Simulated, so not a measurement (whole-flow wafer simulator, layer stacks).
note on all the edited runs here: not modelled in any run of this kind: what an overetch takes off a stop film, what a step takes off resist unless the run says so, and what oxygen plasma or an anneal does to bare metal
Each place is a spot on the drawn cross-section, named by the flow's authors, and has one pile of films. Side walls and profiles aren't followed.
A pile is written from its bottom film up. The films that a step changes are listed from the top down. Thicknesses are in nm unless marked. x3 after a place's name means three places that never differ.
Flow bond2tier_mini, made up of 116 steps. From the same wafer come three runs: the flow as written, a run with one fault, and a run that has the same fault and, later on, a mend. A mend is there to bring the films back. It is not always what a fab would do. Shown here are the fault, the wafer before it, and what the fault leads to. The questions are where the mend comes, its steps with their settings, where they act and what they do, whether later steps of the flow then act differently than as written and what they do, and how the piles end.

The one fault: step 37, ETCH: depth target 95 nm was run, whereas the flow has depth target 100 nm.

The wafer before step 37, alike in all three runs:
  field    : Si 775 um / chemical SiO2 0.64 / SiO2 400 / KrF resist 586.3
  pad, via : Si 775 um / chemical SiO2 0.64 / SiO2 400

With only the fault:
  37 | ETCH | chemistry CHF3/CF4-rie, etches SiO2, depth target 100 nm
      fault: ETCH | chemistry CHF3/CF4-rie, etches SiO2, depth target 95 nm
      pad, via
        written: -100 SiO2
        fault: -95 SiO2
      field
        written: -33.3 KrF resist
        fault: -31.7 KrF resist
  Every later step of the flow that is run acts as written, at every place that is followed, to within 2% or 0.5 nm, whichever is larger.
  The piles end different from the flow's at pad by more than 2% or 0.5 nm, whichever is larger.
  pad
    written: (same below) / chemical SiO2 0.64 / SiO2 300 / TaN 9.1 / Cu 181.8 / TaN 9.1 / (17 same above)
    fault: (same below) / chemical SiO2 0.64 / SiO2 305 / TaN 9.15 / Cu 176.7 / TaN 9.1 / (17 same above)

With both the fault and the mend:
  After step 37 comes the mend.
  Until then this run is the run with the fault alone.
  37a | ETCH | chemistry CHF3/CF4-rie, etches SiO2, depth target 5 nm (the flow's step 37, run once more with other settings)
      pad, via
        -5 SiO2
      field
        -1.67 KrF resist
  Every later step of the flow that is run acts as written at every place that is followed.
  The piles end the same as the flow's at every place that both follow.
